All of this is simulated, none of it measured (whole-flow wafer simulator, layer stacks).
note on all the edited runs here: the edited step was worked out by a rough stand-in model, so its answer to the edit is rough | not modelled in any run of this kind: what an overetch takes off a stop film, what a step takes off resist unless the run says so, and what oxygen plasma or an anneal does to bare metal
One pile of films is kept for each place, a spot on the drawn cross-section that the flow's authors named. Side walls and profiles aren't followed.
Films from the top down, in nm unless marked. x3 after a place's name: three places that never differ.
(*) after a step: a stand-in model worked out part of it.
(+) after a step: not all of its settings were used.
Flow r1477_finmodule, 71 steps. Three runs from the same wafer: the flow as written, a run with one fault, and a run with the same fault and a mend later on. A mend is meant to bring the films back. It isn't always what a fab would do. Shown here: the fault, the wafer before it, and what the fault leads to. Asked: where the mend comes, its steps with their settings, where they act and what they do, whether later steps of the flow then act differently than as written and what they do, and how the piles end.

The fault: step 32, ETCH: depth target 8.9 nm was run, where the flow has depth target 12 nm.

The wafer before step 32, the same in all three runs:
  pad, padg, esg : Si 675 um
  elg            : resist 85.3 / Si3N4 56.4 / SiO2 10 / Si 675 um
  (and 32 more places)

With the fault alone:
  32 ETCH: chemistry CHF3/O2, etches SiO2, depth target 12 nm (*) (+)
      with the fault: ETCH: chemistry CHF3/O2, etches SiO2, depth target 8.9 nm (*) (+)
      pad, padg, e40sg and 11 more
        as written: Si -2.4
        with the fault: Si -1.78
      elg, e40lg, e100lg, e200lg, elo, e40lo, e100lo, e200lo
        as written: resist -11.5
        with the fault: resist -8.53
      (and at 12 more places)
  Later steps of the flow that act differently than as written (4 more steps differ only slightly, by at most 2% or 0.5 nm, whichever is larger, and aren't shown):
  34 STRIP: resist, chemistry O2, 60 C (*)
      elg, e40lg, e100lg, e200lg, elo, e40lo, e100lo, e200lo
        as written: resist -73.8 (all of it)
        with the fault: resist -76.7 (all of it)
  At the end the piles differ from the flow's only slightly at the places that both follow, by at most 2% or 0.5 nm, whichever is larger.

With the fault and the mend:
  The mend comes after step 32.
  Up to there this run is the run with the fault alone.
  32a ETCH: chemistry CHF3/O2, etches SiO2, depth target 3.1 nm (*) (the flow's step 32 once more, with other settings)
      pad, padg, e40sg and 11 more
        Si -0.62
      elg, e40lg, e100lg, e200lg, elo, e40lo, e100lo, e200lo
        resist -2.97
      s40sg_line, s45sg_line, s50sg_line, s40so_line, s45so_line, s50so_line
        SiO2 -3.1
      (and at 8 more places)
  No later step of the flow acts differently than as written, at any place that is followed, by more than 2% or 0.5 nm, whichever is larger.
  At the end the piles differ from the flow's only slightly at the places that both follow, by at most 2% or 0.5 nm, whichever is larger.
